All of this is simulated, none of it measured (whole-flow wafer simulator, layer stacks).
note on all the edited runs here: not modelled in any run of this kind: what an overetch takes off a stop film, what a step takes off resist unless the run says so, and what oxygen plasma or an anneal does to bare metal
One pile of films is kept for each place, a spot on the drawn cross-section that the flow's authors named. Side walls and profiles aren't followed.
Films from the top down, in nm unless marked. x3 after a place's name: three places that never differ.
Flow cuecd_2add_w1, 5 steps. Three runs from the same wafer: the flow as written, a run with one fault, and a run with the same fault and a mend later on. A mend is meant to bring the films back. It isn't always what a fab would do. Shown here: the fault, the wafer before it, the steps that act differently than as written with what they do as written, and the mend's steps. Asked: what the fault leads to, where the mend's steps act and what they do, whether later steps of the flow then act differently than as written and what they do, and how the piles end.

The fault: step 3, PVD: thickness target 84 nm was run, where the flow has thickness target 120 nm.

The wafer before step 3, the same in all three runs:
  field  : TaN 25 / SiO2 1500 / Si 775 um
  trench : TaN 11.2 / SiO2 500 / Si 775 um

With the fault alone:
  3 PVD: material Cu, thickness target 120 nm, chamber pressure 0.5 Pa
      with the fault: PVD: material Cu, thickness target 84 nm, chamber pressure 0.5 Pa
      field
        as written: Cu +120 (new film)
        with the fault: Cu +84 (new film)
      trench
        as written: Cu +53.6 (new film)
        with the fault: Cu +37.9 (new film)
  No later step of the flow acts differently than as written, at any place that is followed, by more than 2% or 0.5 nm, whichever is larger.
  At the end the piles differ from the flow's by more than 2% or 0.5 nm, whichever is larger, at field.
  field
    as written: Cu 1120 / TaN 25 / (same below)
    with the fault: Cu 1084 / TaN 25 / (same below)

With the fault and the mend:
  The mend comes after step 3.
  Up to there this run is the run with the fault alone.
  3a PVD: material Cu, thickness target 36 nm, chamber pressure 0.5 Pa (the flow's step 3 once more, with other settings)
      field
        Cu +36
      trench
        Cu +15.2
  No later step of the flow acts differently than as written, at any place that is followed, by more than 2% or 0.5 nm, whichever is larger.
  At the end the piles are the same as the flow's at every place that both follow.
